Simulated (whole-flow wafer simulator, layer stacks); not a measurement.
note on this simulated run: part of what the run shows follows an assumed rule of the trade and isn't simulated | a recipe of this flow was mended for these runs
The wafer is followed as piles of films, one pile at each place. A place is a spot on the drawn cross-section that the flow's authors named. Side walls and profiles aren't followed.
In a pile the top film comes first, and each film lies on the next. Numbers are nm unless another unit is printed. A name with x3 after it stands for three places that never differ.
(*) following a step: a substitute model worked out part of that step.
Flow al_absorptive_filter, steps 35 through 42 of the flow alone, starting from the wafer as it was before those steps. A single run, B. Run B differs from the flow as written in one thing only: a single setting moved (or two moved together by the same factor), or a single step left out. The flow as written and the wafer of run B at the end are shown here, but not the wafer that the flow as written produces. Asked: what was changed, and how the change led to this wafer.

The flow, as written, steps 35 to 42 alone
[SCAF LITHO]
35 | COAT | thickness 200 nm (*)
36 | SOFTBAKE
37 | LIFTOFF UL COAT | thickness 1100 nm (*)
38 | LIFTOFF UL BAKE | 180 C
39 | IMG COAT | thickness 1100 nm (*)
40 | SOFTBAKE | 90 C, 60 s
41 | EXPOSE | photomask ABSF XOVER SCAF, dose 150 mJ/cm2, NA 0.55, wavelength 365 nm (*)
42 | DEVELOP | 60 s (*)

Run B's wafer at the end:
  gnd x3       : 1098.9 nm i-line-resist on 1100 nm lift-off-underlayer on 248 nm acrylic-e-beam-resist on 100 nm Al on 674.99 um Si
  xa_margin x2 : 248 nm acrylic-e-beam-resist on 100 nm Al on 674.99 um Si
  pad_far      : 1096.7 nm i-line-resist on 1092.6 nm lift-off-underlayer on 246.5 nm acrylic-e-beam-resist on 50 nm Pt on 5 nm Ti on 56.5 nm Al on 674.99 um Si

The reason: step 35, COAT: thickness 248 nm was run, while the flow as written has thickness 200 nm.
One can read it off the wafer: gnd x3 has acrylic-e-beam-resist 248, and step 35 as written asks for 200 nm.

The path from the change to this, step by step:
  35 | COAT | thickness 200 nm (*)
      gnd x3, xa_margin x2, idc_field: +248 acrylic-e-beam-resist (new film) (in the flow as written it would be: +200 acrylic-e-beam-resist (new film))
      pad_far: +246.5 acrylic-e-beam-resist (new film) (in the flow as written it would be: +198.5 acrylic-e-beam-resist (new film))
      (and at 7 other places as well)
